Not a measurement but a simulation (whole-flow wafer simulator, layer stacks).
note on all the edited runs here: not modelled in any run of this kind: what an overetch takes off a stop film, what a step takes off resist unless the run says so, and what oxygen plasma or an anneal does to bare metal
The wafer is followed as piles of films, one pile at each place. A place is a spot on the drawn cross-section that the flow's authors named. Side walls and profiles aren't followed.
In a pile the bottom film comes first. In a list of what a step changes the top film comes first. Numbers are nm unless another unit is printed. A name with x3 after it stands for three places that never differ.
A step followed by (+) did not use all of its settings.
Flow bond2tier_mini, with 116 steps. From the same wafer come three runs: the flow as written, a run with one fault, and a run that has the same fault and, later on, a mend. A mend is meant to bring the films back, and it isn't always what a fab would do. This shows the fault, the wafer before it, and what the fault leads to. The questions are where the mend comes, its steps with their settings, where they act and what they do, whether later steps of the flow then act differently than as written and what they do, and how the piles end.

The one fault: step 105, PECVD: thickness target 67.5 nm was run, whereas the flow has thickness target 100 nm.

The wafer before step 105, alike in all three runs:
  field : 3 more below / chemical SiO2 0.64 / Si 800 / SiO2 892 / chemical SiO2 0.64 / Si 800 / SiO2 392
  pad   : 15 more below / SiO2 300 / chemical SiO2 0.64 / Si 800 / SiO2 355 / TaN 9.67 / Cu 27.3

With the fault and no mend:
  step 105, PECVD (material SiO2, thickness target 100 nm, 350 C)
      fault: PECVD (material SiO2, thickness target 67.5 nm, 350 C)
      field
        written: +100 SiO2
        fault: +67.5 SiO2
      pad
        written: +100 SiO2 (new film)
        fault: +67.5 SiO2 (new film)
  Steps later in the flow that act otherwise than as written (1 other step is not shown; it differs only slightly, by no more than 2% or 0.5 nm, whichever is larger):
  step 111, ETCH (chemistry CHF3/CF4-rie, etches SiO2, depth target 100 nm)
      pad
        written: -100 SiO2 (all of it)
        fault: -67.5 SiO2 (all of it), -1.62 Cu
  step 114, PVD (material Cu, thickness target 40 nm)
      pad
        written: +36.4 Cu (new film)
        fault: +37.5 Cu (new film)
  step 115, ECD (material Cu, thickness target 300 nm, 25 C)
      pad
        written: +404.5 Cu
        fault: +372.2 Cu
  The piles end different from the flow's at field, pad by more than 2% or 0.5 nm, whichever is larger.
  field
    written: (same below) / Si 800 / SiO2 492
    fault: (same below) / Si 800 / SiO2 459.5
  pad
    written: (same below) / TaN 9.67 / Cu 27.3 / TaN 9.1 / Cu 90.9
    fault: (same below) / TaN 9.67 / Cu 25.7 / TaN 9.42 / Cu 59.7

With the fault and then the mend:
  After step 110 comes the mend.
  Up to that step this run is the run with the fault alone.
  step 110a, STRIP (chemistry O2, over-ash 100%) (+)
      field
        -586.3 KrF resist (all of it)
  step 110b, PECVD (material SiO2, thickness target 32.5 nm, 350 C) (the flow's step 105, run once more with other settings)
      field, pad
        +32.5 SiO2
  step 110c, COAT (KrF resist, thickness 600 nm) (the flow's step 106, run once more)
      field, pad
        +600 KrF resist (new film)
  step 110d, SOFTBAKE (KrF resist) (the flow's step 107, run once more)
      alters no film at any place that is followed
  step 110e, EXPOSE (photomask T3PAD, NA 0.6) (the flow's step 108, run once more)
      alters no film at any place that is followed
  step 110f, PEB (KrF resist) (the flow's step 109, run once more)
      alters no film at any place that is followed
  step 110g, DEVELOP (developer TMAH-0.26N, 60 s) (the flow's step 110, run once more)
      field
        -13.7 KrF resist
      pad
        -600 KrF resist (all of it)
  None of the later steps of the flow acts differently than as written at any place that is followed.
  At every place that both follow, the piles at the end match the flow's.
